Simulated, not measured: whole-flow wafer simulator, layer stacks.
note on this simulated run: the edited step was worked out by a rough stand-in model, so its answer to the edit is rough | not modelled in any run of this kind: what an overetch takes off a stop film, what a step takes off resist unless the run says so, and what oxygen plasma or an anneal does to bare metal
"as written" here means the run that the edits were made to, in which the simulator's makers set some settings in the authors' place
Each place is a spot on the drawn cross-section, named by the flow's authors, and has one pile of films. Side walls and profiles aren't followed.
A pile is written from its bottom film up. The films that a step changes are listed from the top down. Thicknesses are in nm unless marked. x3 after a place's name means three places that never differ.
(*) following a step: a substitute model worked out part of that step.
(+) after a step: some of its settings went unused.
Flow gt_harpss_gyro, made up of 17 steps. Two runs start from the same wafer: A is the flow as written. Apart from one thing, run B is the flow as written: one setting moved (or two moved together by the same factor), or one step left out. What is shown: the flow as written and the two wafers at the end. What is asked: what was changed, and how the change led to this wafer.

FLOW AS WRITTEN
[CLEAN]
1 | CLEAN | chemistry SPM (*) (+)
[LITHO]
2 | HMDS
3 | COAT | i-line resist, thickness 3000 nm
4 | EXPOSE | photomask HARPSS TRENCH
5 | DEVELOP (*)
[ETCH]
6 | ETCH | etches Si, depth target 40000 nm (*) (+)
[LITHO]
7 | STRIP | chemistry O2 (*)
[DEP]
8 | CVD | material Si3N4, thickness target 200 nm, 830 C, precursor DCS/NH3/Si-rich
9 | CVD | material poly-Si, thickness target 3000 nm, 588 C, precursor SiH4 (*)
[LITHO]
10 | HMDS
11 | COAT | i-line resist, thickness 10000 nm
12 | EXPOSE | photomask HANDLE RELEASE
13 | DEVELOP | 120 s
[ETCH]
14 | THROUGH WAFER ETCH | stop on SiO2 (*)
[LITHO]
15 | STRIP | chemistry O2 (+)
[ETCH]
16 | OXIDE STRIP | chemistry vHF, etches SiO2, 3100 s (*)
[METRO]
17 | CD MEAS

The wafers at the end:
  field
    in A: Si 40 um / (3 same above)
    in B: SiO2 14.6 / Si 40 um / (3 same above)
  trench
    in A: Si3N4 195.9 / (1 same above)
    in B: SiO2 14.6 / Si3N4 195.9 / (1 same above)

Cause: step 16, OXIDE STRIP: 2558 s was run, though the flow has 3100 s.

How this came from the change, step by step:
  16 | OXIDE STRIP | chemistry vHF, etches SiO2, 3100 s (*)
      field: A under 4 films: SiO2 loses 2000 (all of it) | B under 4 films: SiO2 loses 1985.4
      trench: A under 2 films: SiO2 loses 2000 (all of it) | B under 2 films: SiO2 loses 1985.4
